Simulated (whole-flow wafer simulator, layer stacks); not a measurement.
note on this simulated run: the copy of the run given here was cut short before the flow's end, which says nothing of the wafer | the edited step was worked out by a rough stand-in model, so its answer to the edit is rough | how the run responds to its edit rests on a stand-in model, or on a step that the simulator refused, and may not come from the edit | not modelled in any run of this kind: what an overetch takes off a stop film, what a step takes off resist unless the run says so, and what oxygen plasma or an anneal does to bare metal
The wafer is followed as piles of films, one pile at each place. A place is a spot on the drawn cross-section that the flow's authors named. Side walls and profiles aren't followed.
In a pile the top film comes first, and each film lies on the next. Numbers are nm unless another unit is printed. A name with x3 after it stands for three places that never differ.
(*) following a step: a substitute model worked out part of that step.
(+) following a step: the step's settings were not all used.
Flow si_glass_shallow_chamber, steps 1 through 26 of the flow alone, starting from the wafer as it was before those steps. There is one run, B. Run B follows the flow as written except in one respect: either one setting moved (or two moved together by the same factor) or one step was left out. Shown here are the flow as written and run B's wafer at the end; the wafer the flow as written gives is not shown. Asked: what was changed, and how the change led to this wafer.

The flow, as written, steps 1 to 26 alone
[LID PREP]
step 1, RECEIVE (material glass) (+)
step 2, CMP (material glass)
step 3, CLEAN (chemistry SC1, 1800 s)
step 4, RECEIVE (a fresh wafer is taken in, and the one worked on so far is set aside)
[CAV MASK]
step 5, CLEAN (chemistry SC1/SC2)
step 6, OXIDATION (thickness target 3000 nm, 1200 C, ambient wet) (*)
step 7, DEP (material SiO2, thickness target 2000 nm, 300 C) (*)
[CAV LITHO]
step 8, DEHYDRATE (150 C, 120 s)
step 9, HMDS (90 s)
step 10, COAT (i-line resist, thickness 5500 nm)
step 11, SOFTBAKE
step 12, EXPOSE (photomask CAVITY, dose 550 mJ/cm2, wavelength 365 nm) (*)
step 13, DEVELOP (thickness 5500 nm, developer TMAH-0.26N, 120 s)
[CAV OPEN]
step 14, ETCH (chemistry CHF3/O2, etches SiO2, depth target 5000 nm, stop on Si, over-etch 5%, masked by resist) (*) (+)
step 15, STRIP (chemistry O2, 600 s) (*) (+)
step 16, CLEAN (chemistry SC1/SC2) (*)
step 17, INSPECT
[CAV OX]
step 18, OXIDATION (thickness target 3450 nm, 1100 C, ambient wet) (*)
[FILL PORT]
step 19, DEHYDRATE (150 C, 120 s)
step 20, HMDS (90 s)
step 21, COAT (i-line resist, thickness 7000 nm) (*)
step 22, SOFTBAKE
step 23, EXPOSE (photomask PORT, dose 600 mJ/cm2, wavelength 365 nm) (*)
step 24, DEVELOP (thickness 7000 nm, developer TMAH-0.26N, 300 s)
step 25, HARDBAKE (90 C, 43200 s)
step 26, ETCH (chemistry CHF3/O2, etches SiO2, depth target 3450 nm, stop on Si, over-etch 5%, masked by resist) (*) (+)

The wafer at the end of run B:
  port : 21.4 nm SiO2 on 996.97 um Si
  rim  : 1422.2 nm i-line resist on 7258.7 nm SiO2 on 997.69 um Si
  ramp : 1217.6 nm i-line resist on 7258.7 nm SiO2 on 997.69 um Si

What caused this: step 6, OXIDATION: thickness target 4350 nm was run, whereas the flow has thickness target 3000 nm.

How this came from the change, step by step:
  step 6, OXIDATION (thickness target 3000 nm, 1200 C, ambient wet) (*)
      rim, ramp, cav, port, septum, ring: +4350 SiO2 (new film), -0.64 chemical SiO2 (all of it), -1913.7 Si (as written it would have been: +3000 SiO2 (new film), -0.64 chemical SiO2 (all of it), -1319.7 Si)
  step 14, ETCH (chemistry CHF3/O2, etches SiO2, depth target 5000 nm, stop on Si, over-etch 5%, masked by resist) (*) (+)
      cav, port: -5250 SiO2 (as written it would have been: -5000 SiO2 (all of it), -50 Si)
  step 15, STRIP (chemistry O2, 600 s) (*) (+)
      cav, port: nothing (as written it would have been: +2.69 chemical SiO2 (new film), -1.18 Si)
  step 18, OXIDATION (thickness target 3450 nm, 1100 C, ambient wet) (*)
      cav, port: +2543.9 SiO2, -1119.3 Si (as written it would have been: +3450 SiO2 (new film), -2.69 chemical SiO2 (all of it), -1516.8 Si)
      rim, ramp, septum, ring: +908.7 SiO2, -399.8 Si (as written it would have been: +1109.8 SiO2, -488.3 Si)
  step 21, COAT (i-line resist, thickness 7000 nm) (*)
      rim: +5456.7 i-line resist (new film) (as written it would have been: +5660.1 i-line resist (new film))
      ramp: +4808.4 i-line resist (new film) (as written it would have been: +5087.8 i-line resist (new film))
  step 22, SOFTBAKE
      rim: -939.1 i-line resist (as written it would have been: -849 i-line resist)
      ramp: -502 i-line resist (as written it would have been: -434.5 i-line resist)
      (also at 3 further places)
  step 25, HARDBAKE (90 C, 43200 s)
      rim: -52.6 i-line resist (as written it would have been: -62.5 i-line resist)
      ramp: -45.9 i-line resist (as written it would have been: -57.1 i-line resist)
      (also at 1 further place)
  step 26, ETCH (chemistry CHF3/O2, etches SiO2, depth target 3450 nm, stop on Si, over-etch 5%, masked by resist) (*) (+)
      port: -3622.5 SiO2 (as written it would have been: -3450 SiO2 (all of it), -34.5 Si)
